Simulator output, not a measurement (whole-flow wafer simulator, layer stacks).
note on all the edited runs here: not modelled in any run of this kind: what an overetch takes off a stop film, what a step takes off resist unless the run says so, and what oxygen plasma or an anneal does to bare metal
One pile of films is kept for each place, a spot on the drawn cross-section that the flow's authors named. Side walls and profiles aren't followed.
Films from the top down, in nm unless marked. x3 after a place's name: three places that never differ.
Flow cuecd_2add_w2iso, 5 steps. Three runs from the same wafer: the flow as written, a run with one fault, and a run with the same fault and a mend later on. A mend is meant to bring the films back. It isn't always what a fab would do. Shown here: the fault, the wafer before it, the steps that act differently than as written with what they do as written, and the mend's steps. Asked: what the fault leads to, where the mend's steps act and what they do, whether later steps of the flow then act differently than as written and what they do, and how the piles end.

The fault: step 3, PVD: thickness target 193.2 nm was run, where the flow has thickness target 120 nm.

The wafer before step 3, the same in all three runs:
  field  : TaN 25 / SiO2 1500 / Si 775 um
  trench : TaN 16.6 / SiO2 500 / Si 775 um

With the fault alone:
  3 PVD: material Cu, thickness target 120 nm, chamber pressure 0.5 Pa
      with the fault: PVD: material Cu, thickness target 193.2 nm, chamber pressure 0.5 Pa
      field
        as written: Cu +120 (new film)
        with the fault: Cu +193.2 (new film)
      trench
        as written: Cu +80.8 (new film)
        with the fault: Cu +129.6 (new film)
  No later step of the flow acts differently than as written, at any place that is followed, by more than 2% or 0.5 nm, whichever is larger.
  At the end the piles differ from the flow's by more than 2% or 0.5 nm, whichever is larger, at field, trench.
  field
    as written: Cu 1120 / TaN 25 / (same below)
    with the fault: Cu 1193.2 / TaN 25 / (same below)
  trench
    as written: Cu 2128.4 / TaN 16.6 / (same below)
    with the fault: Cu 2201.6 / TaN 16.6 / (same below)

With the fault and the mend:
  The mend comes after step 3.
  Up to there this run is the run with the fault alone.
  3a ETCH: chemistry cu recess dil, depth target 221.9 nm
      field
        Cu -193.2 (all of it)
      trench
        Cu -129.6 (all of it)
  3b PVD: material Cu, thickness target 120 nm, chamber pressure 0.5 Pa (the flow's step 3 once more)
      field
        Cu +120 (new film)
      trench
        Cu +80.8 (new film)
  No later step of the flow acts differently than as written at any place that is followed.
  At the end the piles are the same as the flow's at every place that both follow.
